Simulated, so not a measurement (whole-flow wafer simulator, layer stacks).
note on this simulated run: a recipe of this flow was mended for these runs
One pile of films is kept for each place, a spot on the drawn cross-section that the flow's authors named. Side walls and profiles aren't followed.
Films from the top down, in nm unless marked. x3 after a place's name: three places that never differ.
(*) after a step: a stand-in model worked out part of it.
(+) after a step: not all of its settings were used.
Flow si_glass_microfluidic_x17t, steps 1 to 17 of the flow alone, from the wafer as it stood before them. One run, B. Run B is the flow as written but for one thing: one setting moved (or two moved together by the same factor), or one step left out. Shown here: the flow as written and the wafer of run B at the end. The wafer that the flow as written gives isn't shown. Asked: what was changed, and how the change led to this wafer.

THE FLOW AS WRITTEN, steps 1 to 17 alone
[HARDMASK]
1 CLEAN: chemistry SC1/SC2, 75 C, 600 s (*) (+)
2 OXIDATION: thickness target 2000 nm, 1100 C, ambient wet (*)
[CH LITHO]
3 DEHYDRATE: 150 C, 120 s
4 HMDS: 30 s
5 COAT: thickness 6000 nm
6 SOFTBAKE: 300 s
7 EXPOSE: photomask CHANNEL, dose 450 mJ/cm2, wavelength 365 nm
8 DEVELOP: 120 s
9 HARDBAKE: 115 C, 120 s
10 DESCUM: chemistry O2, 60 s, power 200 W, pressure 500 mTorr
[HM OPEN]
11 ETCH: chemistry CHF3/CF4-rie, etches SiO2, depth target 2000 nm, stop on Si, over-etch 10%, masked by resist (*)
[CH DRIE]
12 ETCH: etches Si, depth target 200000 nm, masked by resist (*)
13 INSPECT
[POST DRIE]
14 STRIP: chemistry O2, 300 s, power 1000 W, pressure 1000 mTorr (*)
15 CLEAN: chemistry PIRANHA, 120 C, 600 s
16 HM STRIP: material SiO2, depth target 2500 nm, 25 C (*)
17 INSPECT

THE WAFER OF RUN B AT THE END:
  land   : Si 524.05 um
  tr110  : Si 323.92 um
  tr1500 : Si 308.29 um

The cause: step 2, OXIDATION: thickness target 2144 nm was run, where the flow has thickness target 2000 nm.

How the change led to this, step by step:
  2 OXIDATION: thickness target 2000 nm, 1100 C, ambient wet (*)
      land, tr110, tr1500, tr15: SiO2 +2144 (new film), chemical SiO2 -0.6 (all of it), Si -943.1 (as written it would be: SiO2 +2000 (new film), chemical SiO2 -0.6 (all of it), Si -879.7)
  11 ETCH: chemistry CHF3/CF4-rie, etches SiO2, depth target 2000 nm, stop on Si, over-etch 10%, masked by resist (*)
      tr110, tr1500, tr15: SiO2 -2144 (all of it), Si -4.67 (as written it would be: SiO2 -2000 (all of it), Si -16.7)
  12 ETCH: etches Si, depth target 200000 nm, masked by resist (*)
      tr1500: Si -215.75 um (as written it would be: Si -215.73 um)
      tr15: Si -149.94 um (as written it would be: Si -149.99 um)
  16 HM STRIP: material SiO2, depth target 2500 nm, 25 C (*)
      land: SiO2 -2144 (all of it) (as written it would be: SiO2 -2000 (all of it))
